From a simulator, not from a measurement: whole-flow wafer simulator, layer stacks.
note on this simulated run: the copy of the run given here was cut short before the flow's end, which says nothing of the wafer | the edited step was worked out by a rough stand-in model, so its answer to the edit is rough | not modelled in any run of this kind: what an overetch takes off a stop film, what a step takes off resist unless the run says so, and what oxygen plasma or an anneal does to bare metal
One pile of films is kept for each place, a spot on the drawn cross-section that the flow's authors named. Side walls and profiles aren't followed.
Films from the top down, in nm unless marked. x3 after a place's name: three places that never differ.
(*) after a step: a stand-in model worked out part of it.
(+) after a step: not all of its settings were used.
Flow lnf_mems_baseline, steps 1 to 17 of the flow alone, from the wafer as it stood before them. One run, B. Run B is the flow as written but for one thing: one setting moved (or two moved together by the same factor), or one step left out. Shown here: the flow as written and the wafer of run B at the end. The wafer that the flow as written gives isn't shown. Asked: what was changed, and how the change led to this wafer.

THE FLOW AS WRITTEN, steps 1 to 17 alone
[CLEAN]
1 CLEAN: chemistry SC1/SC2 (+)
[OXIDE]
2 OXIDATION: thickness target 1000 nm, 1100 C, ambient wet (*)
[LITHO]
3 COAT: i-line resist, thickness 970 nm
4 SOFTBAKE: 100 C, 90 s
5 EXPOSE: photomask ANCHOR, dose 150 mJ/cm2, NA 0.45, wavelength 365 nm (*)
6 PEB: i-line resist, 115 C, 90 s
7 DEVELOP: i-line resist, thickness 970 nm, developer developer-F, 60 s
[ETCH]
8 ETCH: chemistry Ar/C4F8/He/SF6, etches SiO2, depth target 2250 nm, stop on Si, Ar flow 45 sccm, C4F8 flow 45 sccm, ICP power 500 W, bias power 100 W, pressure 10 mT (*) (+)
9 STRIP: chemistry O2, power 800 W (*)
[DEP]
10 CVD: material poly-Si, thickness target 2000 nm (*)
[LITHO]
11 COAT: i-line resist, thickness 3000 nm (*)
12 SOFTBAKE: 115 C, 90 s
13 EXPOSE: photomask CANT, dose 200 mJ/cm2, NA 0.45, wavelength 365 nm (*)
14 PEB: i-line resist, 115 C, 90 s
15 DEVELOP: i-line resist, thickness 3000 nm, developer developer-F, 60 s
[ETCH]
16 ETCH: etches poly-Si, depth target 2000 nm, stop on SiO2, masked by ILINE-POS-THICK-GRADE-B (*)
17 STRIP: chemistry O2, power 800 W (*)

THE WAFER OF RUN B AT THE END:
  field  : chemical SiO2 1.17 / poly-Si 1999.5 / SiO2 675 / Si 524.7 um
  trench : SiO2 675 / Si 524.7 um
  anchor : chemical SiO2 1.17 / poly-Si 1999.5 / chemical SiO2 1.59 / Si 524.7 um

The cause: step 2, OXIDATION: thickness target 675 nm was run, where the flow has thickness target 1000 nm.
It can be read off the wafer: field has SiO2 675, and step 2 as written asks for 1000 nm.

How the change led to this, step by step:
  2 OXIDATION: thickness target 1000 nm, 1100 C, ambient wet (*)
      field, anchor, beam, trench, char_slit: SiO2 +675 (new film), chemical SiO2 -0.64 (all of it), Si -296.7 (as written it would be: SiO2 +1000 (new film), chemical SiO2 -0.64 (all of it), Si -439.7)
  8 ETCH: chemistry Ar/C4F8/He/SF6, etches SiO2, depth target 2250 nm, stop on Si, Ar flow 45 sccm, C4F8 flow 45 sccm, ICP power 500 W, bias power 100 W, pressure 10 mT (*) (+)
      field, beam, trench, char_slit: i-line resist -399 (as written it would be: i-line resist -561.5)
      anchor: SiO2 -675 (all of it) (as written it would be: SiO2 -1000 (all of it))
  9 STRIP: chemistry O2, power 800 W (*)
      field, beam, trench, char_slit: i-line resist -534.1 (all of it) (as written it would be: i-line resist -371.6 (all of it))
  10 CVD: material poly-Si, thickness target 2000 nm (*)
      anchor: poly-Si +2000 (new film) (as written it would be: poly-Si +2322 (new film))
